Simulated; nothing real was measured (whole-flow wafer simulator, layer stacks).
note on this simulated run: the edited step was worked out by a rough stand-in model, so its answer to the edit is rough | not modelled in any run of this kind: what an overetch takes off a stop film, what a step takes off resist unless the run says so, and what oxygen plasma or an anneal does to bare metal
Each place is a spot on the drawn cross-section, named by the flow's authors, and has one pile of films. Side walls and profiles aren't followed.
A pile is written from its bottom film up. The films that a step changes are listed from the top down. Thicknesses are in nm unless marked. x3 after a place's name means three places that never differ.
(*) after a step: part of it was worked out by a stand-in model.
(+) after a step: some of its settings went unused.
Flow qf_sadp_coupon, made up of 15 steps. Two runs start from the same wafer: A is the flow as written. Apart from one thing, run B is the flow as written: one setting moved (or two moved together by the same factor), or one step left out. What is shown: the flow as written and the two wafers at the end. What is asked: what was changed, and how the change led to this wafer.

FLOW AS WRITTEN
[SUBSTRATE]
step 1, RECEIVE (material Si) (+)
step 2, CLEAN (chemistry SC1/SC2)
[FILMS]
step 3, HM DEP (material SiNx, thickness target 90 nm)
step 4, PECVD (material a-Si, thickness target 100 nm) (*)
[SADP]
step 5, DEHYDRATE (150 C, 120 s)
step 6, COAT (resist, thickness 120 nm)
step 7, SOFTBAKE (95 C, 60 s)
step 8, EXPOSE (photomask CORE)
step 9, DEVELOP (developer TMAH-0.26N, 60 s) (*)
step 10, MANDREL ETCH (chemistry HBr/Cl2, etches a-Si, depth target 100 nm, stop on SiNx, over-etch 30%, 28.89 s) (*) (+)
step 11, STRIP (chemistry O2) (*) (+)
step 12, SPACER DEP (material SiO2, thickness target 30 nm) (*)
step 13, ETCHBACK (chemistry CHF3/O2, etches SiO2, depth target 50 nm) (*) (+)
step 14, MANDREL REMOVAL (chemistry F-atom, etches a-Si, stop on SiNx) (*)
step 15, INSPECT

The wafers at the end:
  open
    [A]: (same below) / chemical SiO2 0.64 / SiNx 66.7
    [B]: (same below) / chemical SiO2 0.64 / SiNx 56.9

Cause: step 10, MANDREL ETCH: depth target 152.5 nm was run, though the flow has depth target 100 nm.

The path from the change to this, step by step:
  step 10, MANDREL ETCH (chemistry HBr/Cl2, etches a-Si, depth target 100 nm, stop on SiNx, over-etch 30%, 28.89 s) (*) (+)
      m: A resist loses 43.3 | B resist loses 66.1
      open: A a-Si loses 100 (all of it), SiNx loses 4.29 | B a-Si loses 100 (all of it), SiNx loses 14
  step 11, STRIP (chemistry O2) (*) (+)
      m: A chemical SiO2 gains 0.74 (new film), resist loses 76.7 (all of it), a-Si loses 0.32 | B chemical SiO2 gains 0.75 (new film), resist loses 53.9 (all of it), a-Si loses 0.33
